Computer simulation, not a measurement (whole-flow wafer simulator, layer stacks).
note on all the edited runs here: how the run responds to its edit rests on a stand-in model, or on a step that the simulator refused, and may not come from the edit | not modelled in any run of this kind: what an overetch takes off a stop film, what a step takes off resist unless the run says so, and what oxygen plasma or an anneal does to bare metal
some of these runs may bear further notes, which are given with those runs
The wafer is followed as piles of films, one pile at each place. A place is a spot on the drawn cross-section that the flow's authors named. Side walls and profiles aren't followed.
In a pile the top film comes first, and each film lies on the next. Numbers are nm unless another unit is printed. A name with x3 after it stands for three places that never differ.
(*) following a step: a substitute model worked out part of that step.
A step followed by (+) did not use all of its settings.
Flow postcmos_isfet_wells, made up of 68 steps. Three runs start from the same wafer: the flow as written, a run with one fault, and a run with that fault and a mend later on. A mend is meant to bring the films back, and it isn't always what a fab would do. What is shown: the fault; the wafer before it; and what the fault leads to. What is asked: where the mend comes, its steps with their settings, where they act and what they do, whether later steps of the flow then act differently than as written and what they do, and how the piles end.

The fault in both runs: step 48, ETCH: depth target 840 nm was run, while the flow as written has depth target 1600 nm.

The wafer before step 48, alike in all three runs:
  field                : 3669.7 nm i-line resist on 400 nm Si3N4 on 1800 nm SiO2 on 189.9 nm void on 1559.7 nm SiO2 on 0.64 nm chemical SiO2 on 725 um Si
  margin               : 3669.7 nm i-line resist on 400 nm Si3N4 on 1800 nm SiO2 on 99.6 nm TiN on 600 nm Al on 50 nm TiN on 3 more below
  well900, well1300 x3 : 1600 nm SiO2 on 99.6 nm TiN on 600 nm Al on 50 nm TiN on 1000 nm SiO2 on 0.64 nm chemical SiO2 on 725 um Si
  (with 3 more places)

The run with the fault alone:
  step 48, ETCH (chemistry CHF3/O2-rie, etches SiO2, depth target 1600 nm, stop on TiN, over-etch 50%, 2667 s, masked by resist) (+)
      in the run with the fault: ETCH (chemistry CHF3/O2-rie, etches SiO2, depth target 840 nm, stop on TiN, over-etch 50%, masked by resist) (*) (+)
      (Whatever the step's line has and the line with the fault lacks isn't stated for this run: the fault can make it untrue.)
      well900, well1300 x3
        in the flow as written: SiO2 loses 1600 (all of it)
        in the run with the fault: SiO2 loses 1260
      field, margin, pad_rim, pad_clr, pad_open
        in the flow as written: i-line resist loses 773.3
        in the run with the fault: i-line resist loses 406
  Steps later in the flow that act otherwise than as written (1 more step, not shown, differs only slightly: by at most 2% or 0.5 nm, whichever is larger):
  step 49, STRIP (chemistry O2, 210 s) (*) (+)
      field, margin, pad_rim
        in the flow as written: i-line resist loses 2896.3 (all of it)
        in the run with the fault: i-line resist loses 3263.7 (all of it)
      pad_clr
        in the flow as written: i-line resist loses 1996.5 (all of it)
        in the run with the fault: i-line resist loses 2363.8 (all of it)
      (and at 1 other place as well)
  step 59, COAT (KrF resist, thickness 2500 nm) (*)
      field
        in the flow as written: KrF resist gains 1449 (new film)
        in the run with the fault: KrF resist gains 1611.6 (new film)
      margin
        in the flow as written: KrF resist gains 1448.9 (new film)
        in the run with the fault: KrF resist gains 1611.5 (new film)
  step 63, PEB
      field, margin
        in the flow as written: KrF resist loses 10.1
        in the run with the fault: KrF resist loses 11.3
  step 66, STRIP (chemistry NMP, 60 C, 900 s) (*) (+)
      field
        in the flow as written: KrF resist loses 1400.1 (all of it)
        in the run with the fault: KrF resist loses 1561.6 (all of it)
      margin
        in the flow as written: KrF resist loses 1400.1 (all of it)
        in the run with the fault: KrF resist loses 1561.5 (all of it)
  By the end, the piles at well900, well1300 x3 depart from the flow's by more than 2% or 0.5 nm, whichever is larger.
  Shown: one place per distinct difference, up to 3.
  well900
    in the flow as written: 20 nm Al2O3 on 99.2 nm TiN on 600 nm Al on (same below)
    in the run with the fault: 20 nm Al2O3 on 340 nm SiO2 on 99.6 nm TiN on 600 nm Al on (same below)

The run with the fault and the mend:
  The mend stands after step 48.
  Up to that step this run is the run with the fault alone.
  step 48a, ETCH (chemistry CHF3/O2-rie, etches SiO2, depth target 760 nm, stop on TiN, over-etch 50%, masked by resist) (+) (the flow's step 48 again, with other settings)
      field, margin, pad_rim, pad_clr, pad_open
        i-line resist loses 367.3
      well900, well1300 x3
        SiO2 loses 340 (all of it)
  Every later step of the flow that is run acts as written at every place that is followed.
  By the end, the piles equal the flow's at every place that both follow.
